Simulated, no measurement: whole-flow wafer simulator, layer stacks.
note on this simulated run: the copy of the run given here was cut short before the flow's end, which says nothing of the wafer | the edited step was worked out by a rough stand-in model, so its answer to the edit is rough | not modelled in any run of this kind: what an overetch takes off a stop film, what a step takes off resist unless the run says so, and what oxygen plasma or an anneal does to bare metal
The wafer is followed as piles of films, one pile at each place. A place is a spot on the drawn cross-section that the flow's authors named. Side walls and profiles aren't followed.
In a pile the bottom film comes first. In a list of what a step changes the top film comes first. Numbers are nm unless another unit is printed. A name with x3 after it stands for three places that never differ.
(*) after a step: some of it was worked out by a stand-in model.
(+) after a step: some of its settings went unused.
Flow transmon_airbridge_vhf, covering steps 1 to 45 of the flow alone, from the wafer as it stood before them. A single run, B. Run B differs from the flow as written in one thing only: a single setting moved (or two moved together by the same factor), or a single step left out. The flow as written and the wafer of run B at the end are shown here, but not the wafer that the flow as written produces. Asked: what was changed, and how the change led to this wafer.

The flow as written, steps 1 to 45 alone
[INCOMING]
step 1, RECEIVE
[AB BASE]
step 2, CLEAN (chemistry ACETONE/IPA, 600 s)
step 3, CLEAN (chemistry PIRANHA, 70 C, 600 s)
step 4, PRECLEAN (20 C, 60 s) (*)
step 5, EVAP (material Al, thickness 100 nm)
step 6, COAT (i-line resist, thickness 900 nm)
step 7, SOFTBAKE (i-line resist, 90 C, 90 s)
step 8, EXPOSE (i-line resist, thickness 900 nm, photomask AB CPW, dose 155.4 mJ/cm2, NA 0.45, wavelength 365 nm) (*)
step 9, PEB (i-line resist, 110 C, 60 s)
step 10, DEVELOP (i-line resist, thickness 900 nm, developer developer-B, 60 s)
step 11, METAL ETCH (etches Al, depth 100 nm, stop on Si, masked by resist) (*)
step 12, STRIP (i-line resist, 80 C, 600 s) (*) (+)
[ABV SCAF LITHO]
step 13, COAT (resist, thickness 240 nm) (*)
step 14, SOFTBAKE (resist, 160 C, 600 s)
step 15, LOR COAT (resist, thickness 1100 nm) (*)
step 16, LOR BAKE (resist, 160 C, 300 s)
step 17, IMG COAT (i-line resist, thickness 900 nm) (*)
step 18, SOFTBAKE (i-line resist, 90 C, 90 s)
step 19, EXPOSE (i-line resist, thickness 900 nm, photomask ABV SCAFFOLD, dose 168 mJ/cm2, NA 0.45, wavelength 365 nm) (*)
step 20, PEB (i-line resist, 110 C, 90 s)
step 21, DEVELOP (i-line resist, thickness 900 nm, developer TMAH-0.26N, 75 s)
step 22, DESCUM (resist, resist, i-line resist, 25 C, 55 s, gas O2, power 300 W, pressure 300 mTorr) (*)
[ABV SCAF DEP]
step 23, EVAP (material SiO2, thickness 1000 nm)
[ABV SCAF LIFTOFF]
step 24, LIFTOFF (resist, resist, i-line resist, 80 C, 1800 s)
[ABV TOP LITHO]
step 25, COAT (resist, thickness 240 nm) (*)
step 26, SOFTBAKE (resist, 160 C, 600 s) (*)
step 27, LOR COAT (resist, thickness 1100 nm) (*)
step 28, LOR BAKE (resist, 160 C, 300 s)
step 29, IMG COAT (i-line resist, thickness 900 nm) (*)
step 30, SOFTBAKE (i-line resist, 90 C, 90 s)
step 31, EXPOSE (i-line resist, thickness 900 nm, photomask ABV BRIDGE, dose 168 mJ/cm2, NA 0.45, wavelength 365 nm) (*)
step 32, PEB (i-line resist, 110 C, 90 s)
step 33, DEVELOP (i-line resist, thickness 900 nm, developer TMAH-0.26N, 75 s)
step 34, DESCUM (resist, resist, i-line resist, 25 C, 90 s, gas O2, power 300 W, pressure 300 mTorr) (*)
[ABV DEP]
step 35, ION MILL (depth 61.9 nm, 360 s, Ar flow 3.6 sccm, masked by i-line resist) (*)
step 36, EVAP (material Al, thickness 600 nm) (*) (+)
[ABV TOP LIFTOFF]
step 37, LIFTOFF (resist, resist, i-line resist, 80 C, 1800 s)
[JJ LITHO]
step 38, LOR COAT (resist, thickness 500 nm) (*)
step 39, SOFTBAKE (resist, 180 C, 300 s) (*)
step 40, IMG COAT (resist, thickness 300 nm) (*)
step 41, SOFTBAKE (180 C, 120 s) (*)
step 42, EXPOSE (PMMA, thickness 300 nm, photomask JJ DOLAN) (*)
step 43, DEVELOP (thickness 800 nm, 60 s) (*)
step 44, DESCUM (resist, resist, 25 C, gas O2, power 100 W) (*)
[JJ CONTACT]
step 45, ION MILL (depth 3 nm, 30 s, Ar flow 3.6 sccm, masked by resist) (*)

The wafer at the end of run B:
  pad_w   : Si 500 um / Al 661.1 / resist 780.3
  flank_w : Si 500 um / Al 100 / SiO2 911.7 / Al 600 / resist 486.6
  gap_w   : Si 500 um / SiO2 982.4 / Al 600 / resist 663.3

The reason: step 35, ION MILL: depth 30.3 nm was run, though the flow has depth 61.9 nm; step 35, ION MILL: 176 s was run, where the flow has 360 s.

The path from the change to this, step by step:
  step 35, ION MILL (depth 61.9 nm, 360 s, Ar flow 3.6 sccm, masked by i-line resist) (*)
      field x3, jj_line, ground_far, trace_open_s x2, margin_s, margin_n: i-line resist loses 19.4 (it would be, as written: i-line resist loses 39.7)
      flank_w, gap_w, cpw_trace, gap_e, flank_e, bridge_strip: SiO2 loses 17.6 (it would be, as written: SiO2 loses 36)
      (also at 2 further places)
  step 37, LIFTOFF (resist, resist, i-line resist, 80 C, 1800 s)
      field x3, jj_line, trace_open_s x2: Al loses 600 (all of it), i-line resist loses 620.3 (all of it), resist loses 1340 (all of it) (it would be, as written: Al loses 600 (all of it), i-line resist loses 600 (all of it), resist loses 1340 (all of it))
      margin_s, margin_n: Al loses 600 (all of it), i-line resist loses 338.6 (all of it), resist loses 992 (all of it) (it would be, as written: Al loses 600 (all of it), i-line resist loses 318.3 (all of it), resist loses 992 (all of it))
      (also at 1 further place)
